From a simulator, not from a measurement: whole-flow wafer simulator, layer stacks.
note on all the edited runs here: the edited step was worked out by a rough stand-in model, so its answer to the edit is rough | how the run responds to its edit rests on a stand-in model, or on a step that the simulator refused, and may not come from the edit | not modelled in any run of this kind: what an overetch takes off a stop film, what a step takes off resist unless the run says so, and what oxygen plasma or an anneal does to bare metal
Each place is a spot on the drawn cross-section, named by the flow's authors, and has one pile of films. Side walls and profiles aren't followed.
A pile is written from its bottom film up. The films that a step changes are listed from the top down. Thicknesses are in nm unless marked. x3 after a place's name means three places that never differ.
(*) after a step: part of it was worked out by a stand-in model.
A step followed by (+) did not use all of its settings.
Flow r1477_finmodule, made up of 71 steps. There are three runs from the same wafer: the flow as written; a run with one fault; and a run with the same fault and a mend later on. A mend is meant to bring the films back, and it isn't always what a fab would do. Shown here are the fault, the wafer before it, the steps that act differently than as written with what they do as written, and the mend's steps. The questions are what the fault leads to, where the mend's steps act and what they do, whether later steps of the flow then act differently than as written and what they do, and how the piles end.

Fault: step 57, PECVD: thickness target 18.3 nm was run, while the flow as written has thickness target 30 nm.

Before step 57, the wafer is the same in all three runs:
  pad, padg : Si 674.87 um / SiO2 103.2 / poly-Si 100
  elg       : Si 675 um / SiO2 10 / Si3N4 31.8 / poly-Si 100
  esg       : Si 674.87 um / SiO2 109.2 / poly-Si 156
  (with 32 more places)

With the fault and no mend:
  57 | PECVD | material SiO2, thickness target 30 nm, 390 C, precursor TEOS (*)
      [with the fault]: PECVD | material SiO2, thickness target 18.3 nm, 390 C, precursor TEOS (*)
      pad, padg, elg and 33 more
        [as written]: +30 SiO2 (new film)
        [with the fault]: +18.3 SiO2 (new film)
  Steps later in the flow that act otherwise than as written (3 other steps are not shown; they differ only slightly, by no more than 2% or 0.5 nm, whichever is larger):
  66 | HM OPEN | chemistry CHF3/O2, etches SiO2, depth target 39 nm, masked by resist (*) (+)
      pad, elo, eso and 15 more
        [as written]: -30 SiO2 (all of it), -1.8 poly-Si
        [with the fault]: -18.3 SiO2 (all of it), -1.83 poly-Si
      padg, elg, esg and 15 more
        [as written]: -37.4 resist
        [with the fault]: -26.3 resist
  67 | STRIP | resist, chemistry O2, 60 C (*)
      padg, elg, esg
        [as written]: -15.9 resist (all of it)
        [with the fault]: -27 resist (all of it)
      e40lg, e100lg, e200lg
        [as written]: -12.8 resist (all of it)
        [with the fault]: -23.8 resist (all of it)
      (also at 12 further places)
  By the end, the piles at padg, elg, esg and 15 more depart from the flow's by more than 2% or 0.5 nm, whichever is larger.
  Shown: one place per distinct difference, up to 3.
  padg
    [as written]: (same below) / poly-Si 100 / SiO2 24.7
    [with the fault]: (same below) / poly-Si 100 / SiO2 13
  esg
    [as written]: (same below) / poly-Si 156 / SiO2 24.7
    [with the fault]: (same below) / poly-Si 156 / SiO2 13
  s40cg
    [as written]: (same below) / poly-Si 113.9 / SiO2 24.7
    [with the fault]: (same below) / poly-Si 113.9 / SiO2 13

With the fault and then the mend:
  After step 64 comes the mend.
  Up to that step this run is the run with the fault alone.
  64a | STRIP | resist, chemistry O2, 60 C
      padg, elg, esg
        -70 resist (all of it)
      e40lg, e100lg, e200lg
        -66.9 resist (all of it)
      s40sg, s45sg
        -91 resist (all of it)
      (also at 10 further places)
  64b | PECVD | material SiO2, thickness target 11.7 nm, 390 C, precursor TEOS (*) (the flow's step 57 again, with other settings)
      pad, padg, elg and 33 more
        +11.7 SiO2
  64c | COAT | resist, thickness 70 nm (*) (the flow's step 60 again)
      e40lg, e100lg, e200lg, elo, e40lo, e100lo, e200lo
        +66.9 resist (new film)
      pad, padg, elg, esg
        +70 resist (new film)
      s40sg, s45sg, s40so, s45so
        +91 resist (new film)
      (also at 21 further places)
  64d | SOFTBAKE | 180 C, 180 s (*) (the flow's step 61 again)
      leaves every film unchanged at each place that is followed
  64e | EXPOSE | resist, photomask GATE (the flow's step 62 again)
      leaves every film unchanged at each place that is followed
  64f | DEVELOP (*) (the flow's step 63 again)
      elo, e40lo, e100lo, e200lo
        -66.9 resist (all of it)
      eso, e40so
        -129.5 resist (all of it)
      s40so, s45so
        -91 resist (all of it)
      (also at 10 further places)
  Every later step of the flow that is run acts as written at every place that is followed.
  At every place that both follow, the piles at the end match the flow's.
